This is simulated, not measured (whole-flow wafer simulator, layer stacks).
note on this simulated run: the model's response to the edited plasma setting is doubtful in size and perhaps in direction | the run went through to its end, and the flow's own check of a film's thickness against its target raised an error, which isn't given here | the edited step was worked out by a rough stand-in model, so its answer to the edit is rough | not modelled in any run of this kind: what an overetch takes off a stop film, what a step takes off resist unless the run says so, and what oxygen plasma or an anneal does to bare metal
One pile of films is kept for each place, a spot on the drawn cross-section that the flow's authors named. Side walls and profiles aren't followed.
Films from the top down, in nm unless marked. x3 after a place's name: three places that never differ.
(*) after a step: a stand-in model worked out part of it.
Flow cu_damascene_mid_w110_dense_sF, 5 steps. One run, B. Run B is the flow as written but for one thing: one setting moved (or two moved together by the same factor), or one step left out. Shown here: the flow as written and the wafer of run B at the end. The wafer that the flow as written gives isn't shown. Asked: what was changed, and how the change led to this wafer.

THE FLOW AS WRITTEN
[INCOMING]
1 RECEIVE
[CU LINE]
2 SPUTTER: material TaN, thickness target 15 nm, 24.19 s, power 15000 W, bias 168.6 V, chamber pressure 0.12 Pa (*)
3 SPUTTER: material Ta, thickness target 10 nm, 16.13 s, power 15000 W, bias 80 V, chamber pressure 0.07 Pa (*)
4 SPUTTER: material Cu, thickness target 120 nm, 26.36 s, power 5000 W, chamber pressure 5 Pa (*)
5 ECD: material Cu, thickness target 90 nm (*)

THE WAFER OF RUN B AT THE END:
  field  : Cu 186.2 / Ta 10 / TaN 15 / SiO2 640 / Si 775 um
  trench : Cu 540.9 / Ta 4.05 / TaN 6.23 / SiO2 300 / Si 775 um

The cause: step 4, SPUTTER: power 4205 W was run, where the flow has power 5000 W.

How the change led to this, step by step:
  4 SPUTTER: material Cu, thickness target 120 nm, 26.36 s, power 5000 W, chamber pressure 5 Pa (*)
      field: Cu +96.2 (new film) (as written it would be: Cu +120 (new film))
      trench: Cu +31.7 (new film) (as written it would be: Cu +35.7 (new film))
  5 ECD: material Cu, thickness target 90 nm (*)
      trench: Cu +509.2 (as written it would be: Cu +529)
